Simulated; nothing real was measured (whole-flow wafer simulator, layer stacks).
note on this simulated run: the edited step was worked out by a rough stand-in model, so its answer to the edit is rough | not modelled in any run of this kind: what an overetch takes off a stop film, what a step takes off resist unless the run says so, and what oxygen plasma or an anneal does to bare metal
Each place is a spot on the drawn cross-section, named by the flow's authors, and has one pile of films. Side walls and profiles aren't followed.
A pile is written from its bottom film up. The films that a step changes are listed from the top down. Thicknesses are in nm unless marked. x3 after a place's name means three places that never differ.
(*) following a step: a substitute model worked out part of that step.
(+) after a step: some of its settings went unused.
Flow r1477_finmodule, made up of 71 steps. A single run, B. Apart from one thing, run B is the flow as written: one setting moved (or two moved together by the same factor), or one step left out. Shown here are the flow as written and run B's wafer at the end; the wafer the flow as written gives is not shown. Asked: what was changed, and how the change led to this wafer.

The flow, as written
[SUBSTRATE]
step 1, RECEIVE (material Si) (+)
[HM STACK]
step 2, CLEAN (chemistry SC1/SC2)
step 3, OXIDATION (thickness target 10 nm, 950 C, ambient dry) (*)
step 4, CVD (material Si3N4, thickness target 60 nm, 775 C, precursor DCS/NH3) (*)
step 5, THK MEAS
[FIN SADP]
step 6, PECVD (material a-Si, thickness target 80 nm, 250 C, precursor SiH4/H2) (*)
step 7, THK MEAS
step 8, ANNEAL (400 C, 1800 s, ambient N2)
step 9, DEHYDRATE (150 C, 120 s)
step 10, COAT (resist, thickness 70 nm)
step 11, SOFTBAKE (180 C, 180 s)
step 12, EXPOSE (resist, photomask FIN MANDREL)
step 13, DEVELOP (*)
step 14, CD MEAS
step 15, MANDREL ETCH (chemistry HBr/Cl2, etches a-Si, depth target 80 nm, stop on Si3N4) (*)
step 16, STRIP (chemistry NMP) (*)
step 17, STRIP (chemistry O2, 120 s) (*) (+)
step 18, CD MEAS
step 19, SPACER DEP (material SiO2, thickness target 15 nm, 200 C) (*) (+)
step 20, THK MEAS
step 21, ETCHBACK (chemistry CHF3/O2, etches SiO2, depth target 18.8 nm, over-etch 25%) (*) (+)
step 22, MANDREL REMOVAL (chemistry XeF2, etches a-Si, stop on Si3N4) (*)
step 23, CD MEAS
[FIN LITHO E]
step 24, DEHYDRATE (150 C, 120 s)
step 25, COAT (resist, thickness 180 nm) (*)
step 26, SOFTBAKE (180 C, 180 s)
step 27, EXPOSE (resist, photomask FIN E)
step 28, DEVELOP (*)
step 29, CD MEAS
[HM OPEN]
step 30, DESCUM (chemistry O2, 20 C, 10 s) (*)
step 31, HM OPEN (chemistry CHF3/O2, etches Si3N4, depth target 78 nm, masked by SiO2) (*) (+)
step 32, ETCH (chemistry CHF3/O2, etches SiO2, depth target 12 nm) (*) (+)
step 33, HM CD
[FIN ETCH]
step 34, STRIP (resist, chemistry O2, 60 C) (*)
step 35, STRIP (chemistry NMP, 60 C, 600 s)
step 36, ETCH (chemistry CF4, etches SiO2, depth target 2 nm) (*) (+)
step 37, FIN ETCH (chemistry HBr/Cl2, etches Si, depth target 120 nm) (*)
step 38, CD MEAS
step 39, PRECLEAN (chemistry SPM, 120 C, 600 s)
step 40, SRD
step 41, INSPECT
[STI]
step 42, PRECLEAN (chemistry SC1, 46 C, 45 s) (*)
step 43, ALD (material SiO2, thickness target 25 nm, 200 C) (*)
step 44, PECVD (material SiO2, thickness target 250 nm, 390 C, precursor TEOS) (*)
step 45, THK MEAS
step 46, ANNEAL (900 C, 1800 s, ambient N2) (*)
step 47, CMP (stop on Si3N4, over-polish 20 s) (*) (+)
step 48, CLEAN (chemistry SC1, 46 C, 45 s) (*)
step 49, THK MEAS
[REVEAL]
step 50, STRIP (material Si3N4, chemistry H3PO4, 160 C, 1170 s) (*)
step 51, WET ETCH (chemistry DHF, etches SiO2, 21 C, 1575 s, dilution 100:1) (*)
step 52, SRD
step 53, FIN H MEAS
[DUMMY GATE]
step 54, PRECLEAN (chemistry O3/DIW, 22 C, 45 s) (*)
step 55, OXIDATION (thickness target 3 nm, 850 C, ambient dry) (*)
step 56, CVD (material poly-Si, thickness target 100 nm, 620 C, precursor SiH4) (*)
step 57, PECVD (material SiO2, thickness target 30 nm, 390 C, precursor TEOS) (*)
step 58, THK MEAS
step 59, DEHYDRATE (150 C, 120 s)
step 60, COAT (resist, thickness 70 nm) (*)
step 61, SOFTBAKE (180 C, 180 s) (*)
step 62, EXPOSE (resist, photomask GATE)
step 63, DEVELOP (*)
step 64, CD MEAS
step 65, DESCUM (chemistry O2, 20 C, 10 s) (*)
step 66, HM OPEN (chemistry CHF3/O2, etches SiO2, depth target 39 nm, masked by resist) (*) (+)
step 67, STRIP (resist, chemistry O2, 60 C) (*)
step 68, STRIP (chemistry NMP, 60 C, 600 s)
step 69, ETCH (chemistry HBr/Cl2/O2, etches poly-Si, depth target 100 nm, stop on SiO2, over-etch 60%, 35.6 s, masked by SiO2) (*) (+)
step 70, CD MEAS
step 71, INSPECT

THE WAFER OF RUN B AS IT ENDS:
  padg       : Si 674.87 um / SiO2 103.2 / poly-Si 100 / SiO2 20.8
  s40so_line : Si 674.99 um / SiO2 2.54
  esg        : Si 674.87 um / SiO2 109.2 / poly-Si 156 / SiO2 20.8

What caused this: step 57, PECVD: thickness target 26.1 nm was run, though the flow has thickness target 30 nm.

The path from the change to this, step by step:
  step 57, PECVD (material SiO2, thickness target 30 nm, 390 C, precursor TEOS) (*)
      pad, padg, elg and 33 more: +26.1 SiO2 (new film) (as written it would have been: +30 SiO2 (new film))
  step 66, HM OPEN (chemistry CHF3/O2, etches SiO2, depth target 39 nm, masked by resist) (*) (+)
      pad, elo, eso and 15 more: -26.1 SiO2 (all of it), -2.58 poly-Si (as written it would have been: -30 SiO2 (all of it), -1.8 poly-Si)
